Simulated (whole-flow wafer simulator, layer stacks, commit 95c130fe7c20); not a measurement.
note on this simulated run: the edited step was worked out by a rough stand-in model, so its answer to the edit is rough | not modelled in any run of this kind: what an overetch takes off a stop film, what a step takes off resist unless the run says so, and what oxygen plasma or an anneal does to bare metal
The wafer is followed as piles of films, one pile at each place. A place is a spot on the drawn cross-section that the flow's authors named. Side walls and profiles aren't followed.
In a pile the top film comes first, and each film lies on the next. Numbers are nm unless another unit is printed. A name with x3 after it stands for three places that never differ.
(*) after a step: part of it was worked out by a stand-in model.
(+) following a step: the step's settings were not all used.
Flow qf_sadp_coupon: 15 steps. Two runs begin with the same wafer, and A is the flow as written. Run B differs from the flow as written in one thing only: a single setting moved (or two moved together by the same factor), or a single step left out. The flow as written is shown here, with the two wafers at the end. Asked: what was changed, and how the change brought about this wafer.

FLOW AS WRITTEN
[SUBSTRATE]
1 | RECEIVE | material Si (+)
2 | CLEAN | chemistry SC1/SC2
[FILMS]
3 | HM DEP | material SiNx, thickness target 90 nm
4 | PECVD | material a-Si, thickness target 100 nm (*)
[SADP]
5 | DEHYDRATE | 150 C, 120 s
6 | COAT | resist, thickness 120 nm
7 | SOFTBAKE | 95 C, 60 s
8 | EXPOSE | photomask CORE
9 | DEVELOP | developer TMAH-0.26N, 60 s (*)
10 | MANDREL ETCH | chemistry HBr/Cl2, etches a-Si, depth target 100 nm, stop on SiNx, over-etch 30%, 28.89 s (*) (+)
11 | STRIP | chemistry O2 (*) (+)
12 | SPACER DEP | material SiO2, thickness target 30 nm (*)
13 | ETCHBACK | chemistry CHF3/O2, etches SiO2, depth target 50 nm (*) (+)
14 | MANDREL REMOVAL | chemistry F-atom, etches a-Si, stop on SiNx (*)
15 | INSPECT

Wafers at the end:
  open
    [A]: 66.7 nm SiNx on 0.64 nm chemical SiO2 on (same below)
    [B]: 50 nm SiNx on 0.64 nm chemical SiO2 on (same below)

What caused this: step 13, ETCHBACK: depth target 67.5 nm was run, while the flow as written has depth target 50 nm.

The path from the change to this, step by step:
  13 | ETCHBACK | chemistry CHF3/O2, etches SiO2, depth target 50 nm (*) (+)
      m: A SiO2 loses 30 (all of it), chemical SiO2 loses 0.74 (all of it), a-Si loses 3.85 | B SiO2 loses 30 (all of it), chemical SiO2 loses 0.74 (all of it), a-Si loses 7.35
      open: A SiO2 loses 30 (all of it), SiNx loses 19 | B SiO2 loses 30 (all of it), SiNx loses 35.7
  14 | MANDREL REMOVAL | chemistry F-atom, etches a-Si, stop on SiNx (*)
      m: A a-Si loses 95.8 (all of it) | B a-Si loses 92.3 (all of it)
